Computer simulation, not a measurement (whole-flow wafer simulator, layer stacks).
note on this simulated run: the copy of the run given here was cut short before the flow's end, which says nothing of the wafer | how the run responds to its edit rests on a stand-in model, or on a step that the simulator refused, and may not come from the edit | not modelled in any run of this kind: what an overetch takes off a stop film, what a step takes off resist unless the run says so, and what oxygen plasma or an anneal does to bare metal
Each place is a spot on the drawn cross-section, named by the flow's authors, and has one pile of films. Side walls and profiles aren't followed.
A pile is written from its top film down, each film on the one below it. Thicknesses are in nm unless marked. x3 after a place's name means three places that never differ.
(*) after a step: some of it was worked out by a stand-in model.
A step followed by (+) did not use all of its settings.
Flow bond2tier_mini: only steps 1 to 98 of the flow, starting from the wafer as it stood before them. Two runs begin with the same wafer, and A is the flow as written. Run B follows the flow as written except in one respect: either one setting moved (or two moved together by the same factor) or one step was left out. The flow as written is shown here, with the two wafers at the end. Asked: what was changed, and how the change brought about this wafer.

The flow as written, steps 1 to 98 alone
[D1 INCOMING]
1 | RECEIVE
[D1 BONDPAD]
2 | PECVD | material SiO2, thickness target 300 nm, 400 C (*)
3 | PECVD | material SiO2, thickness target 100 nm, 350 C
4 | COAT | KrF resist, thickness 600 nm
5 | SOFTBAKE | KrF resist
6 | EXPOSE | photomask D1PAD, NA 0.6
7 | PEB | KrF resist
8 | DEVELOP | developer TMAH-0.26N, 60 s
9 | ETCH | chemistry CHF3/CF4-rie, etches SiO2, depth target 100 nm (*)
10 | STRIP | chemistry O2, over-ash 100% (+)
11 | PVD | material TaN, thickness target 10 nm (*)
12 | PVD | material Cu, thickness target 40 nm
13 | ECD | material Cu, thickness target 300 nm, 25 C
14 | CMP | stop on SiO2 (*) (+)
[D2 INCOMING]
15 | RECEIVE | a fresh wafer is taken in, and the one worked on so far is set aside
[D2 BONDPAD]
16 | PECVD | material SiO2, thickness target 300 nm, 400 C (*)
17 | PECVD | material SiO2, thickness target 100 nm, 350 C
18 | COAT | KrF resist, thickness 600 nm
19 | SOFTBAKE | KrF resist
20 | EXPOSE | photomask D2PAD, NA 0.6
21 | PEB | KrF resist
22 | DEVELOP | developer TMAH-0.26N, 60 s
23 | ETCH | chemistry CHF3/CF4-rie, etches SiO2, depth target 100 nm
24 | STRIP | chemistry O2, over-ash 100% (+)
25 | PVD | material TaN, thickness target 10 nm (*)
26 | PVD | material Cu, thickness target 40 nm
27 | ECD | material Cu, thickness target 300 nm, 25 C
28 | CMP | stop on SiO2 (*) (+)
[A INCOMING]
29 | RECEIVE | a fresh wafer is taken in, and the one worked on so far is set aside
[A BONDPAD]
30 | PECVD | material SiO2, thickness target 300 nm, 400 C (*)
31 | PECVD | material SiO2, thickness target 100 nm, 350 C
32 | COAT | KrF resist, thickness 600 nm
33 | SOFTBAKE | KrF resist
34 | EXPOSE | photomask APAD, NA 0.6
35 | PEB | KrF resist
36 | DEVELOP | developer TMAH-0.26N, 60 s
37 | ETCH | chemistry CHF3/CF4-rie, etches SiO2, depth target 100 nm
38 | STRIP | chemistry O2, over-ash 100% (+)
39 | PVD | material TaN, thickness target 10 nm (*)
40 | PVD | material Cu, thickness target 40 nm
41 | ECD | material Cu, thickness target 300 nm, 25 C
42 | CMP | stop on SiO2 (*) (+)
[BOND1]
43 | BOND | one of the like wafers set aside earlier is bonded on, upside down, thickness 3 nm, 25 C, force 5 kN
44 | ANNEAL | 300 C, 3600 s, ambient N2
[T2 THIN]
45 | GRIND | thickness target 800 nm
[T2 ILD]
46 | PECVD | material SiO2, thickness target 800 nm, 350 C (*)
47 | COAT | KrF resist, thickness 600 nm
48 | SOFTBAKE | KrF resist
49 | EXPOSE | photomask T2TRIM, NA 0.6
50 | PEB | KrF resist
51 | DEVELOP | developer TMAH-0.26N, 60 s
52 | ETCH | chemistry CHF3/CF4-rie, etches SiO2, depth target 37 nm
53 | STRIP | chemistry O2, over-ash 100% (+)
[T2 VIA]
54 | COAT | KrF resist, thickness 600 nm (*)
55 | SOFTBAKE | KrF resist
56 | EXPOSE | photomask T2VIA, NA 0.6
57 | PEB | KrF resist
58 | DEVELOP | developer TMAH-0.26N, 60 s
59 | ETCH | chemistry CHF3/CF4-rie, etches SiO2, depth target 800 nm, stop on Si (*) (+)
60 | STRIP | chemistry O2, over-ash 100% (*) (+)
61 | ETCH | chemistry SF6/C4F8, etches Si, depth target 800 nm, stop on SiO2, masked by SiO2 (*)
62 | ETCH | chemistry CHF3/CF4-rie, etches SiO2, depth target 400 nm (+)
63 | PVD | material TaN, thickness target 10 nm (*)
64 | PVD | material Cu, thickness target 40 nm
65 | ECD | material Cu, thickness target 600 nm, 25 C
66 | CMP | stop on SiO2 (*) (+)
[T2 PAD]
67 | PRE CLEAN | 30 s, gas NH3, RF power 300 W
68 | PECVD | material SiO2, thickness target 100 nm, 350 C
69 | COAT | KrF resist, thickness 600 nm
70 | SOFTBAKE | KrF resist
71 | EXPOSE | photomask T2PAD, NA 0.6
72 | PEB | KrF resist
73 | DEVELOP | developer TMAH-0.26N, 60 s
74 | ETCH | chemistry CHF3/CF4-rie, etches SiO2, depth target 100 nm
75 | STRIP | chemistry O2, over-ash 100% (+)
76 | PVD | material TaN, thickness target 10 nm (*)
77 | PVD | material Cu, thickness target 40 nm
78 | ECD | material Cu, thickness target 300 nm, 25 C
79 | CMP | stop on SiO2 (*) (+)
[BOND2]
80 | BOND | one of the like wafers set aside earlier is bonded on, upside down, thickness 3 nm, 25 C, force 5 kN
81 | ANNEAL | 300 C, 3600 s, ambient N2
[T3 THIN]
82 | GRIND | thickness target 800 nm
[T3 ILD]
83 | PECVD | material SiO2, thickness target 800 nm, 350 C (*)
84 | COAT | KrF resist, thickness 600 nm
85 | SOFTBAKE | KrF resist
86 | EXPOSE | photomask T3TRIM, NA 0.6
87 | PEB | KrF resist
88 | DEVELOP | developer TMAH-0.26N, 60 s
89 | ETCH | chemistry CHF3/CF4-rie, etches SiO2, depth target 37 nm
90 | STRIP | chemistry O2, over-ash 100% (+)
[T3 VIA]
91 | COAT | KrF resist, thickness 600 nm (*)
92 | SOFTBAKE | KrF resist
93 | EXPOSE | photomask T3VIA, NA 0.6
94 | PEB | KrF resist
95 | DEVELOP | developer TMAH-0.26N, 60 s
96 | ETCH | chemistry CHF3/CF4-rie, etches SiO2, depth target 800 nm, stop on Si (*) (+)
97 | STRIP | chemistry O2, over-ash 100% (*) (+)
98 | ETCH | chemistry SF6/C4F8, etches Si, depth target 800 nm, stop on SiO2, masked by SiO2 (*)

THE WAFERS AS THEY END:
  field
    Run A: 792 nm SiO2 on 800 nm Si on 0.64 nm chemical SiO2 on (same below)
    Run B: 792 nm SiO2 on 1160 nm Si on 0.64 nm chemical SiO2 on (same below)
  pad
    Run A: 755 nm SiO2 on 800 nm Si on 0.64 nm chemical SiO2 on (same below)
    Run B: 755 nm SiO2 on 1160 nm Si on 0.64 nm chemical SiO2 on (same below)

The reason: step 82, GRIND: thickness target 1160 nm was run, though the flow has thickness target 800 nm.
One can read it off the wafer: field has Si 1160, and step 82 as written asks for 800 nm.

The path from the change to this, step by step:
  82 | GRIND | thickness target 800 nm
      field, pad: A Si loses 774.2 um | B Si loses 773.84 um
